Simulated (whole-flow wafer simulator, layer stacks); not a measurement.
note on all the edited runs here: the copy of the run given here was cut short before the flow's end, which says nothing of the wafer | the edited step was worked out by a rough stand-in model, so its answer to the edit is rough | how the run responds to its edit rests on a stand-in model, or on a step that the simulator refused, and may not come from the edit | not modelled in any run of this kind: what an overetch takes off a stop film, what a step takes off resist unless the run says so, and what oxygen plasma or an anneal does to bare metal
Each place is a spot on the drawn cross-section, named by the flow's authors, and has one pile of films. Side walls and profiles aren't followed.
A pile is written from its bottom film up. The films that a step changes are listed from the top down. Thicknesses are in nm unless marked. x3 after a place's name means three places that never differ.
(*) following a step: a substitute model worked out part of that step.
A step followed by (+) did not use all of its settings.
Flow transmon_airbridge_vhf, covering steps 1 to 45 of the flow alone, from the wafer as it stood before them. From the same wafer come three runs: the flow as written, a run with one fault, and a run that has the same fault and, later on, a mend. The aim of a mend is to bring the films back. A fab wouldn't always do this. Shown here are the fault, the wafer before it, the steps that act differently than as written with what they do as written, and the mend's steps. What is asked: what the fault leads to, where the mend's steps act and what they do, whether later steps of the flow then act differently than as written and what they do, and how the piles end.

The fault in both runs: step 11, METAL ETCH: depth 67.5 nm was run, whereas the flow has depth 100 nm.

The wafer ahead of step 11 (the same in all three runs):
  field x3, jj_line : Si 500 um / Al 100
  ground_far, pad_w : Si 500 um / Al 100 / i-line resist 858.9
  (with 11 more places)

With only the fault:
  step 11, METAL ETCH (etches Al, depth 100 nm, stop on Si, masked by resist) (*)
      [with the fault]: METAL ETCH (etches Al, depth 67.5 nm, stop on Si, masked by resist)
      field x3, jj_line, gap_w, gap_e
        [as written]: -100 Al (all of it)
        [with the fault]: -67.5 Al
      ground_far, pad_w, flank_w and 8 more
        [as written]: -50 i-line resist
        [with the fault]: -33.8 i-line resist
  Later steps of the flow acting differently than as written (not shown: 15 more steps that differ only slightly, by at most 2% or 0.5 nm, whichever is larger):
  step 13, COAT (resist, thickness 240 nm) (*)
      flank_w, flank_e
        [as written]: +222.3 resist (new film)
        [with the fault]: +227.6 resist (new film)
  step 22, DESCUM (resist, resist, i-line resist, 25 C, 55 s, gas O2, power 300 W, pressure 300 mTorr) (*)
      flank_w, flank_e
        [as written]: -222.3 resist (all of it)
        [with the fault]: -227.6 resist (all of it)
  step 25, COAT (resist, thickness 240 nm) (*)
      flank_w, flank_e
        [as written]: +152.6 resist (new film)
        [with the fault]: +155.9 resist (new film)
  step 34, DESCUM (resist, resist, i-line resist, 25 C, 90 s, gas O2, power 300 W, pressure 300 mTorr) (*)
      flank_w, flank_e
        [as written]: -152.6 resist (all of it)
        [with the fault]: -155.9 resist (all of it)
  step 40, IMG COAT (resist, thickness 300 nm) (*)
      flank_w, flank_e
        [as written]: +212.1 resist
        [with the fault]: +216.9 resist
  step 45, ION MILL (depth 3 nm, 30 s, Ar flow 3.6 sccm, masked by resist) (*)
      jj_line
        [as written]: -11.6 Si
        [with the fault]: -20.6 Al
  At field x3, jj_line, gap_w, gap_e, the piles at the end differ from the flow's by more than 2% or 0.5 nm, whichever is larger.
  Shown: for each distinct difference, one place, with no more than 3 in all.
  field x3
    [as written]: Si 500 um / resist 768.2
    [with the fault]: Si 500 um / Al 32.5 / resist 768.2
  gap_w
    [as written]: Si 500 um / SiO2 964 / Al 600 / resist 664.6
    [with the fault]: Si 500 um / Al 32.5 / SiO2 964 / Al 600 / resist 655.9
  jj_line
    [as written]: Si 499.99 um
    [with the fault]: Si 500 um / Al 11.9

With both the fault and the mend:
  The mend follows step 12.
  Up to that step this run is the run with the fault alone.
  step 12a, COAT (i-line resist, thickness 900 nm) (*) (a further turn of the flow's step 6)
      field x3, jj_line, trace_open_s x2, margin_s, bridge_strip, margin_n
        +900 i-line resist (new film)
      pad_w, pad_e
        +891.7 i-line resist (new film)
      flank_w, flank_e
        +884.2 i-line resist (new film)
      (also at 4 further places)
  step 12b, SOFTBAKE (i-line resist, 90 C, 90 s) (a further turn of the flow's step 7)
      flank_w, flank_e
        -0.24 i-line resist
      gap_w, gap_e
        +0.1 i-line resist
      cpw_trace
        -0.05 i-line resist
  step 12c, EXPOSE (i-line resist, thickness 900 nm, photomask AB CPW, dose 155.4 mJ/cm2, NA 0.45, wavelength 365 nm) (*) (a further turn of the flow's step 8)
      does not change any film at any place that is followed
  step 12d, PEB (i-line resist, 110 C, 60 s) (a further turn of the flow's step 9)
      field x3, jj_line, trace_open_s x2, margin_s, bridge_strip, margin_n
        -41 i-line resist
      pad_w, pad_e
        -40.6 i-line resist
      flank_w, flank_e
        -40.3 i-line resist
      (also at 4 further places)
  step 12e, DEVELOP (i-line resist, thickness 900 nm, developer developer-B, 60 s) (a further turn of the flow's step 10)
      trace_open_s x2, margin_s, bridge_strip, margin_n
        -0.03 i-line resist
      field x3, jj_line
        -859 i-line resist (all of it)
      gap_w, gap_e
        -894.2 i-line resist (all of it)
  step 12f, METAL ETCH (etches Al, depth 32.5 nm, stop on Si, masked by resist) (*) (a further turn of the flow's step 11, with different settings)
      ground_far, pad_w, flank_w and 8 more
        -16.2 i-line resist
      field x3, jj_line, gap_w, gap_e
        -32.5 Al (all of it)
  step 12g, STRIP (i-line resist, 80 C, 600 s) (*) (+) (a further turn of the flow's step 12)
      trace_open_s x2, margin_s, bridge_strip, margin_n
        -842.7 i-line resist (all of it)
      pad_w, pad_e
        -834.8 i-line resist (all of it)
      flank_w, flank_e
        -827.4 i-line resist (all of it)
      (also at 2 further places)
  Later steps of the flow that are run all act as written at every place that is followed.
  By the end, the piles equal the flow's at every place that both follow.
